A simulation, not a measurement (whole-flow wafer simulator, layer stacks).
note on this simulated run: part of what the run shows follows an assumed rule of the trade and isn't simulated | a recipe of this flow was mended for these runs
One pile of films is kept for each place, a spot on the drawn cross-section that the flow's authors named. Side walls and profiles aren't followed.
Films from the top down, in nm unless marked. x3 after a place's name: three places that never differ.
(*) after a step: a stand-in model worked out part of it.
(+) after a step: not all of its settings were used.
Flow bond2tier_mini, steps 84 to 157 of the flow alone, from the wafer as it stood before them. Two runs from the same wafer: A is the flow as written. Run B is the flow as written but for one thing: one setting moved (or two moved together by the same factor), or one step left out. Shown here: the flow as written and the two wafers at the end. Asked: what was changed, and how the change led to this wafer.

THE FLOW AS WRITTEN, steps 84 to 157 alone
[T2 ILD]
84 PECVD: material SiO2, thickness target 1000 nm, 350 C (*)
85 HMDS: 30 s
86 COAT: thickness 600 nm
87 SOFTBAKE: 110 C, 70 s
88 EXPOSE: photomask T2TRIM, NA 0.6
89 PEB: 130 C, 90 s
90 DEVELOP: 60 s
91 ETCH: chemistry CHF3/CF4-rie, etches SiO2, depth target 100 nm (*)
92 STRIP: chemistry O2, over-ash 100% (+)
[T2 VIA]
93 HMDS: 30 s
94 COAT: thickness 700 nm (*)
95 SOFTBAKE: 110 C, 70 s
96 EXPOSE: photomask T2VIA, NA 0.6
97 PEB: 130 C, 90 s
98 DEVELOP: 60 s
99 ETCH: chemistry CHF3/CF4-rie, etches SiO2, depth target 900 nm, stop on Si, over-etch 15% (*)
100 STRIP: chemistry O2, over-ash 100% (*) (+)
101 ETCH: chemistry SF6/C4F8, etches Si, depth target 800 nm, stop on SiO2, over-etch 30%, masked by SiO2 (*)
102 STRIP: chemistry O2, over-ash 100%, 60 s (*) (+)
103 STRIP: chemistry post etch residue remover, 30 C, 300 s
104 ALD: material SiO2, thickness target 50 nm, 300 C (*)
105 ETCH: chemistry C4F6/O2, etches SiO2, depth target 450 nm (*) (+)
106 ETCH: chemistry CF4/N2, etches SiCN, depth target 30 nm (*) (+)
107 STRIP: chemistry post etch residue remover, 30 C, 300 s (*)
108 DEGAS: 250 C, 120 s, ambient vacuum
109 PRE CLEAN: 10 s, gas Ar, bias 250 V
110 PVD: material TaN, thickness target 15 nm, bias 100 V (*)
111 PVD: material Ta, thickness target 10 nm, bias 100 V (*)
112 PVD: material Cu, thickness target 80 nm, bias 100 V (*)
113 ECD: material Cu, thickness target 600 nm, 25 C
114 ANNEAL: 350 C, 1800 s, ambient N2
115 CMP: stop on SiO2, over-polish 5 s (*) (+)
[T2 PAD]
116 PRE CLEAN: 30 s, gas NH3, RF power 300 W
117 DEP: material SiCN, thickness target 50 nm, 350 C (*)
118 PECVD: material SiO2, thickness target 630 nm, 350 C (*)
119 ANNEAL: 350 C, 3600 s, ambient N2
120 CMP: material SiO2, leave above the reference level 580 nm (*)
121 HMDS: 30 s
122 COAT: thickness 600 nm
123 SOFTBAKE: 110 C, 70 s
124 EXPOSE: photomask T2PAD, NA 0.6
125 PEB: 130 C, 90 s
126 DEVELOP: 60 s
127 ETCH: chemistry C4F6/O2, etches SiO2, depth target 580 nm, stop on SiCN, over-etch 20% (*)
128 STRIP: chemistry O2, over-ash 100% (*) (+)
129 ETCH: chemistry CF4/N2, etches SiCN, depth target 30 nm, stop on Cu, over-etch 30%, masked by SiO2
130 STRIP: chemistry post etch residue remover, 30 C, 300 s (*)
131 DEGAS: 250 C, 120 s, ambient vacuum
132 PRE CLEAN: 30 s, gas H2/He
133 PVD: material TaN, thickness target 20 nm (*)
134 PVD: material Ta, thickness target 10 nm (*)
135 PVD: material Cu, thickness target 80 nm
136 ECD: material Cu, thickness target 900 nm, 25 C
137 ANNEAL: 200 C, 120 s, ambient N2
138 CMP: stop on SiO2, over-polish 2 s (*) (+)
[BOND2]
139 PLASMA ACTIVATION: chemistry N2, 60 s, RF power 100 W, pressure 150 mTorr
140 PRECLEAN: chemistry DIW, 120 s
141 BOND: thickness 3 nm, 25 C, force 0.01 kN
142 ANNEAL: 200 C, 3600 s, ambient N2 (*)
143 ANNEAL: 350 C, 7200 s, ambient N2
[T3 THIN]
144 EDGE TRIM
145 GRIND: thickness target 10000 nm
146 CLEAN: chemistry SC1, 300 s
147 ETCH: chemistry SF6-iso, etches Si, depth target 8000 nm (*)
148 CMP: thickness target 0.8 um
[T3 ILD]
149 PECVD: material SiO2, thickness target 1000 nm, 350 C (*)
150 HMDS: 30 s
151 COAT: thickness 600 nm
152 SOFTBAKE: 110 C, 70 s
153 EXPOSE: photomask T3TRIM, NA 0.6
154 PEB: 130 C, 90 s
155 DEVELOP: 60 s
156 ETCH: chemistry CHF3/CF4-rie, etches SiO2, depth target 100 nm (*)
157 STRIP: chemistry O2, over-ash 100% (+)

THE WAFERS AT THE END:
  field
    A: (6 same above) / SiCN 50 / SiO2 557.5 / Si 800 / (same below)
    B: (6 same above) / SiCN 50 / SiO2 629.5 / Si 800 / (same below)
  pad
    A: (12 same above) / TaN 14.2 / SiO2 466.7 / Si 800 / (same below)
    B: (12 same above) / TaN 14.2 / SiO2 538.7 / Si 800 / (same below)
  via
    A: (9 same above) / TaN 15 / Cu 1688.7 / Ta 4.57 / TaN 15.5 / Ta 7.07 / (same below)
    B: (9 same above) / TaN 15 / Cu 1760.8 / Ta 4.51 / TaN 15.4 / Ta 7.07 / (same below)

The cause: step 84, PECVD: thickness target 1072 nm was run, where the flow has thickness target 1000 nm.

How the change led to this, step by step:
  84 PECVD: material SiO2, thickness target 1000 nm, 350 C (*)
      field, pad, via: A SiO2 +1000 (new film) | B SiO2 +1072 (new film)
  99 ETCH: chemistry CHF3/CF4-rie, etches SiO2, depth target 900 nm, stop on Si, over-etch 15% (*)
      via: A SiO2 -900 (all of it), Si -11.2 | B SiO2 -972 (all of it), Si -5.25
  113 ECD: material Cu, thickness target 600 nm, 25 C
      via: A Cu +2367 | B Cu +2439.7
